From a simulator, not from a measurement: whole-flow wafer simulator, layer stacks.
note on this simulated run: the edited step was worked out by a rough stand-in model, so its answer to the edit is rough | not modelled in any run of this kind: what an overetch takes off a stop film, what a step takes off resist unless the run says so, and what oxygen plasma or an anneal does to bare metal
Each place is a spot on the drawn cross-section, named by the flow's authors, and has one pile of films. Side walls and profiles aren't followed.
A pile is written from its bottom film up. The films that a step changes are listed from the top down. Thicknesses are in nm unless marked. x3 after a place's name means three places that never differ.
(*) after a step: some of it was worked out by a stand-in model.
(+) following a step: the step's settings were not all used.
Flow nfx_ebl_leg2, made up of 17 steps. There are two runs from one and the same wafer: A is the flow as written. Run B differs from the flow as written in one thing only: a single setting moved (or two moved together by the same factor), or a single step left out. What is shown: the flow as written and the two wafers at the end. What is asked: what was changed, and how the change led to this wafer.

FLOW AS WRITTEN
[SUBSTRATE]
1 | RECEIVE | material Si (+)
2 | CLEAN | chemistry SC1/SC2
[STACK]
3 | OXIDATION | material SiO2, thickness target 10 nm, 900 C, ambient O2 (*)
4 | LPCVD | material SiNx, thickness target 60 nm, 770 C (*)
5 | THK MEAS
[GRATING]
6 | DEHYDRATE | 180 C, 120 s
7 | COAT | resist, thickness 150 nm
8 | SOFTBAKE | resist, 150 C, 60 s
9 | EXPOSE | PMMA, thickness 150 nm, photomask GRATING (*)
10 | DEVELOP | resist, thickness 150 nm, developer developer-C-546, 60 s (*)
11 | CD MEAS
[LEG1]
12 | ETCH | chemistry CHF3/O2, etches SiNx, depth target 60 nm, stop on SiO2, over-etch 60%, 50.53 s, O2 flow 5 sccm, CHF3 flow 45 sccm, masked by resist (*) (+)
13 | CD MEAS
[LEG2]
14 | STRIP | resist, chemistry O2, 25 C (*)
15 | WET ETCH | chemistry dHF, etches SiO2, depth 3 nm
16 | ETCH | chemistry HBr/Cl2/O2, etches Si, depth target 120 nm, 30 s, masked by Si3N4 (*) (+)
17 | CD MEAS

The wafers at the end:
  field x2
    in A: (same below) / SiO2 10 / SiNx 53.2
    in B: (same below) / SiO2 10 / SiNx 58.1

Cause: step 4, LPCVD: thickness target 64.9 nm was run, whereas the flow has thickness target 60 nm.

Step by step, how the change led to this:
  4 | LPCVD | material SiNx, thickness target 60 nm, 770 C (*)
      field x2, pad x2: A SiNx gains 60 (new film) | B SiNx gains 64.9 (new film)
  12 | ETCH | chemistry CHF3/O2, etches SiNx, depth target 60 nm, stop on SiO2, over-etch 60%, 50.53 s, O2 flow 5 sccm, CHF3 flow 45 sccm, masked by resist (*) (+)
      pad x2: A SiNx loses 60 (all of it), SiO2 loses 10 (all of it) | B SiNx loses 64.9 (all of it), SiO2 loses 10 (all of it)
